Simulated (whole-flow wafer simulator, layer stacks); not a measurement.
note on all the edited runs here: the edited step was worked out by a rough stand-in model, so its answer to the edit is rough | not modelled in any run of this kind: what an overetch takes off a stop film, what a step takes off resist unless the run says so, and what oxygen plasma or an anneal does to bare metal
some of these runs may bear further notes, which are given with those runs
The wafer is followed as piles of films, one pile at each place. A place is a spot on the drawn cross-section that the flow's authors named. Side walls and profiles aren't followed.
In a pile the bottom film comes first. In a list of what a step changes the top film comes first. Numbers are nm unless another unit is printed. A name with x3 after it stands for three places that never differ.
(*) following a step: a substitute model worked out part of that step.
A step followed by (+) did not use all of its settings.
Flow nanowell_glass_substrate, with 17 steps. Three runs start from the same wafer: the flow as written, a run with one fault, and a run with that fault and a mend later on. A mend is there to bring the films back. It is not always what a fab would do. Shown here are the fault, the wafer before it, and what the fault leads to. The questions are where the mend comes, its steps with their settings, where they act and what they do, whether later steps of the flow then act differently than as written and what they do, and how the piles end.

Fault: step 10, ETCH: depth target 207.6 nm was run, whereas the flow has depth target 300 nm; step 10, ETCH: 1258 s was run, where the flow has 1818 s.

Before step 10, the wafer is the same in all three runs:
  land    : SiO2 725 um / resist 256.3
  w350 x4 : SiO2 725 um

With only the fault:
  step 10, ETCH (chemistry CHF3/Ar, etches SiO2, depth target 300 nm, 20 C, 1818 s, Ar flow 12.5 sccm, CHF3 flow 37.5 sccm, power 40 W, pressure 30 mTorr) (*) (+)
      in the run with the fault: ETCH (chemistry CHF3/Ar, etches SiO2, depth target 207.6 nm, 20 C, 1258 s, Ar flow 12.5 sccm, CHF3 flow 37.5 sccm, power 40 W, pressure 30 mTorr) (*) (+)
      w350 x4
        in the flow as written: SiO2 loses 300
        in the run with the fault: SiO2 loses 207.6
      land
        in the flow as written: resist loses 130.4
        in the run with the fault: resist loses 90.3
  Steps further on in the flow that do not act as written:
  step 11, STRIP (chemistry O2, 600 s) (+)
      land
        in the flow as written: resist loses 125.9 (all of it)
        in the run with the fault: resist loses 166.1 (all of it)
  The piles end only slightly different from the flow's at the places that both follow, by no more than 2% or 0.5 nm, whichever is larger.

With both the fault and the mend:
  After step 10 comes the mend.
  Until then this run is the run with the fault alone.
  step 10a, ETCH (chemistry CHF3/Ar, etches SiO2, depth target 92.4 nm, 20 C, 559.9 s, Ar flow 12.5 sccm, CHF3 flow 37.5 sccm, power 40 W, pressure 30 mTorr) (*) (+) (the flow's step 10, run once more with other settings)
      w350 x4
        SiO2 loses 92.4
      land
        resist loses 40.2
  Every later step of the flow that is run acts as written at every place that is followed.
  At every place that both follow, the piles at the end match the flow's.
